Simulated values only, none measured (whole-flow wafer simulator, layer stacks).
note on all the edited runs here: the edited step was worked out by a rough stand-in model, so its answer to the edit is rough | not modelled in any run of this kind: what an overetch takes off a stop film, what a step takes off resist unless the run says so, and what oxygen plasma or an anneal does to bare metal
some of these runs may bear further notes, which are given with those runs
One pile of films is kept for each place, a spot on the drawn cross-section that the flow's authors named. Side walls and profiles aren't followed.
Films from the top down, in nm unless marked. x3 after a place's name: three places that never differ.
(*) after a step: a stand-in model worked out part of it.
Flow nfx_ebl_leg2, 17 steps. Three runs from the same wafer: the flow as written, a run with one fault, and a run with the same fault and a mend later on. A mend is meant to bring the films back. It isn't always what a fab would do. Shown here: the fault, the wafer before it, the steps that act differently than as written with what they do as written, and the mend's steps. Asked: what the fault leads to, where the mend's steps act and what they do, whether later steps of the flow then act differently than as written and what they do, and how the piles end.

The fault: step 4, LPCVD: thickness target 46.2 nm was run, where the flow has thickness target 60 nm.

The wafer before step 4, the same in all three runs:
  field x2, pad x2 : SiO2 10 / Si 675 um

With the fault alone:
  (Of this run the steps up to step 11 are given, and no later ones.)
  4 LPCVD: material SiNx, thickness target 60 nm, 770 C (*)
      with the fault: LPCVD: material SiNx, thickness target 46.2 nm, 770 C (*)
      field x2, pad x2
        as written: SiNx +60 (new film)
        with the fault: SiNx +46.2 (new film)
  No later step of the flow up to step 11 acts differently than as written at any place that is followed.
  After step 11 the piles differ from the flow's by more than 2% or 0.5 nm, whichever is larger, at field x2, pad x2.
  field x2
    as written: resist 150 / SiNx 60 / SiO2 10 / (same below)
    with the fault: resist 150 / SiNx 46.2 / SiO2 10 / (same below)
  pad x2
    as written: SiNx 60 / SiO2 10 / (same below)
    with the fault: SiNx 46.2 / SiO2 10 / (same below)

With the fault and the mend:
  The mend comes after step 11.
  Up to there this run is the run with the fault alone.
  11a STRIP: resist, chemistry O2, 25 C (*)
      field x2
        resist -150 (all of it)
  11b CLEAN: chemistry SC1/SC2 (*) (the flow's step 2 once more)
      changes no film at any place that is followed
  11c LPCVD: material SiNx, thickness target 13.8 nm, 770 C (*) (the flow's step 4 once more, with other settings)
      field x2, pad x2
        SiNx +13.8
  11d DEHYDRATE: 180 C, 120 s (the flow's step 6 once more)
      changes no film at any place that is followed
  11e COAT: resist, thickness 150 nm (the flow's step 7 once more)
      field x2, pad x2
        resist +150 (new film)
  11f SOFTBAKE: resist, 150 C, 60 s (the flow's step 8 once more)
      changes no film at any place that is followed
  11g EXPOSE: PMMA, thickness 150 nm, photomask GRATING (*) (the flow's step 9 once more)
      changes no film at any place that is followed
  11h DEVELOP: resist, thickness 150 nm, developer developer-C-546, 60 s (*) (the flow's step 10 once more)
      pad x2
        resist -150 (all of it)
  No later step of the flow acts differently than as written at any place that is followed.
  At the end the piles are the same as the flow's at every place that both follow.
